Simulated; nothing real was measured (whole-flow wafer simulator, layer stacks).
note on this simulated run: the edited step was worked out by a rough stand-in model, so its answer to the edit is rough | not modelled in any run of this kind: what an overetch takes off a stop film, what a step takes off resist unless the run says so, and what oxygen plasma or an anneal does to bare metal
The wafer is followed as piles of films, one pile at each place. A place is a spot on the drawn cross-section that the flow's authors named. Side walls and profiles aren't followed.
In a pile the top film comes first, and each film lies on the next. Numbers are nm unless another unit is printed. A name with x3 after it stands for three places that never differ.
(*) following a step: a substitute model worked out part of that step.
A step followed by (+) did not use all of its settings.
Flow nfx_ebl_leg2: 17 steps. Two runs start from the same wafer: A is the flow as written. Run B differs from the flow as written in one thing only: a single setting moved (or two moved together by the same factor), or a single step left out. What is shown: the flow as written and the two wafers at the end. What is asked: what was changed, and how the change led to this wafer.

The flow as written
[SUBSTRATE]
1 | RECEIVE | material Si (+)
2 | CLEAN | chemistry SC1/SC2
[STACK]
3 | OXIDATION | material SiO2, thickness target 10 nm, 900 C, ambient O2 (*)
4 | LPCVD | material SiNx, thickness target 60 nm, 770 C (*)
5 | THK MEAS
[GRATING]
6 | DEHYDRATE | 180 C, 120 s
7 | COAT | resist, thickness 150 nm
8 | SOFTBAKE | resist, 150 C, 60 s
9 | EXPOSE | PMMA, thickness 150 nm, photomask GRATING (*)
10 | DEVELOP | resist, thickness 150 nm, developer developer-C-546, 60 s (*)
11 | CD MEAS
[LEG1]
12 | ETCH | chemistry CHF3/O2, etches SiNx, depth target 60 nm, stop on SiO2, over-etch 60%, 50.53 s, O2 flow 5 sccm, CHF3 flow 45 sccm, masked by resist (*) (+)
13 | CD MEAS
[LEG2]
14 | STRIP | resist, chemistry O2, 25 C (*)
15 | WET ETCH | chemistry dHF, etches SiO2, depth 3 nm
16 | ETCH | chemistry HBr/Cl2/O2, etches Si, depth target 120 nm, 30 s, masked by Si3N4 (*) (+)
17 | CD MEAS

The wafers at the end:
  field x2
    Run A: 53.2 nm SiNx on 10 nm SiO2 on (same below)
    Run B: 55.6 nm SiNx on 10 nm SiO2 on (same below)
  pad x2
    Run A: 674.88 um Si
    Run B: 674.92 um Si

The reason: step 16, ETCH: depth target 78 nm was run, while the flow as written has depth target 120 nm; step 16, ETCH: 19.5 s was run, where the flow has 30 s.

The path from the change to this, step by step:
  16 | ETCH | chemistry HBr/Cl2/O2, etches Si, depth target 120 nm, 30 s, masked by Si3N4 (*) (+)
      field x2: A SiNx loses 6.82 | B SiNx loses 4.43
      pad x2: A Si loses 120 | B Si loses 78
